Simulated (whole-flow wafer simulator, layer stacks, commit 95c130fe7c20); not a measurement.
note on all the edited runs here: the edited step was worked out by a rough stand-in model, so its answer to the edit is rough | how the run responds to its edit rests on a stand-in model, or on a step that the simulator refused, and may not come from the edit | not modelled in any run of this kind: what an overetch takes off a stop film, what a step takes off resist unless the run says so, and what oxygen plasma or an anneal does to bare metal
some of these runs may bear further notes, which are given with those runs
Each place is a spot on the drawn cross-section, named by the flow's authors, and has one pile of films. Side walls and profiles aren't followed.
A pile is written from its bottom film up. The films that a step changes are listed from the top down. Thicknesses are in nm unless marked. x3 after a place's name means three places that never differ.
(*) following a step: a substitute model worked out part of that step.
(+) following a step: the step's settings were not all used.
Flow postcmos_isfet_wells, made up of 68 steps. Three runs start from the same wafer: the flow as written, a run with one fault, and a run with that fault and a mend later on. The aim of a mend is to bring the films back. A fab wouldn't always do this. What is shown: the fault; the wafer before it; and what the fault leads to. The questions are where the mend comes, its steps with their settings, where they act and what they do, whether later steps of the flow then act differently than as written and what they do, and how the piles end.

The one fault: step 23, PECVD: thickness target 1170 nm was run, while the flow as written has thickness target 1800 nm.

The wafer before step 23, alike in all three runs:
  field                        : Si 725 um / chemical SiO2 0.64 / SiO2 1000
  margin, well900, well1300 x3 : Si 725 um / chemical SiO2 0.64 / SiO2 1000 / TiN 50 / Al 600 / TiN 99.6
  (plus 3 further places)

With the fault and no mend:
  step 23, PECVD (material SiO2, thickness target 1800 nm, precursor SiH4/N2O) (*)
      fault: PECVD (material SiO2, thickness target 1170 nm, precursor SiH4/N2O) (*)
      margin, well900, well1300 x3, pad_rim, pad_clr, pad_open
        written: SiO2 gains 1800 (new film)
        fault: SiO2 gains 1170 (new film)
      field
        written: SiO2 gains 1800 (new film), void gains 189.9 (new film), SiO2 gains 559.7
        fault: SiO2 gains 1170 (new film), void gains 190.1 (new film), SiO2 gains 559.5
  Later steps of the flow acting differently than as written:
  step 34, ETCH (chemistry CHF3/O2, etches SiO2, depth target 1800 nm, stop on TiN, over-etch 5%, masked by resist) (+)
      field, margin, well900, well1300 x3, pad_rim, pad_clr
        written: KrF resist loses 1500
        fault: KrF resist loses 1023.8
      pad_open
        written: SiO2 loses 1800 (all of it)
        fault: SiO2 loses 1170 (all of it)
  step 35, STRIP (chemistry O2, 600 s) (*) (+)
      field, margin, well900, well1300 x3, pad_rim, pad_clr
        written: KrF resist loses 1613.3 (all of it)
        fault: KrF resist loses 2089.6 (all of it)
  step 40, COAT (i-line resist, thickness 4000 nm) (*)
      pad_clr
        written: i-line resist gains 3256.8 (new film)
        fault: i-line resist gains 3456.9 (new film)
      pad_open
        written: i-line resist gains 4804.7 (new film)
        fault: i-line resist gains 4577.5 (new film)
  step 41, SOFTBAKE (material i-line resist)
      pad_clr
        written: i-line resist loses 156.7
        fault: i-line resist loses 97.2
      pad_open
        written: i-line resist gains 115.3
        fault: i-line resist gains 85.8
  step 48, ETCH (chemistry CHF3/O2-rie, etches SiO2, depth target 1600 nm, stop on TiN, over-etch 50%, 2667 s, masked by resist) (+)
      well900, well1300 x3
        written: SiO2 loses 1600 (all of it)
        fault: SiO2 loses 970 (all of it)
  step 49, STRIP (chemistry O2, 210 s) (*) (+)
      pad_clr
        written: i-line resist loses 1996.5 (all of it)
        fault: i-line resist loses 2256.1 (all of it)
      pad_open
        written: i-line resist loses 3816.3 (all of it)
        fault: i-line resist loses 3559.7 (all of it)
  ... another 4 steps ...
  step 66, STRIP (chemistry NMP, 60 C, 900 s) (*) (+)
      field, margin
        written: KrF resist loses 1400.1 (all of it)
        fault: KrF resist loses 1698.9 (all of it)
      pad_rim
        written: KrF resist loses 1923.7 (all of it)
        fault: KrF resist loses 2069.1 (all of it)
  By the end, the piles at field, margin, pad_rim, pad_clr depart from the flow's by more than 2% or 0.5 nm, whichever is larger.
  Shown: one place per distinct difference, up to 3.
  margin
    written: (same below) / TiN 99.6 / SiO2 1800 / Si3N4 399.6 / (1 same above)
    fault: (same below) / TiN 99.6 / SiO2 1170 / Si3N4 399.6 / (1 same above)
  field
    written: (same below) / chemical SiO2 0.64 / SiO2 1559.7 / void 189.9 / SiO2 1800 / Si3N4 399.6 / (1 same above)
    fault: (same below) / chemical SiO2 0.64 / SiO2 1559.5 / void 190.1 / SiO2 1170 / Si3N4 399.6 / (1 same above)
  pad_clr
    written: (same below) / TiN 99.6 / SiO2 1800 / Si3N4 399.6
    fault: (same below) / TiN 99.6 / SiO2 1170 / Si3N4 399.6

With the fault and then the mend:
  The mend stands after step 23.
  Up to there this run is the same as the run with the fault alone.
  step 23a, PECVD (material SiO2, thickness target 630 nm, precursor SiH4/N2O) (*) (the flow's step 23, run once more with other settings)
      field, margin, well900, well1300 x3, pad_rim, pad_clr, pad_open
        SiO2 gains 630
  Later steps of the flow that are run all act as written at every place that is followed.
  At the end the piles are close to the flow's at the places that both follow, differing by at most 2% or 0.5 nm, whichever is larger.
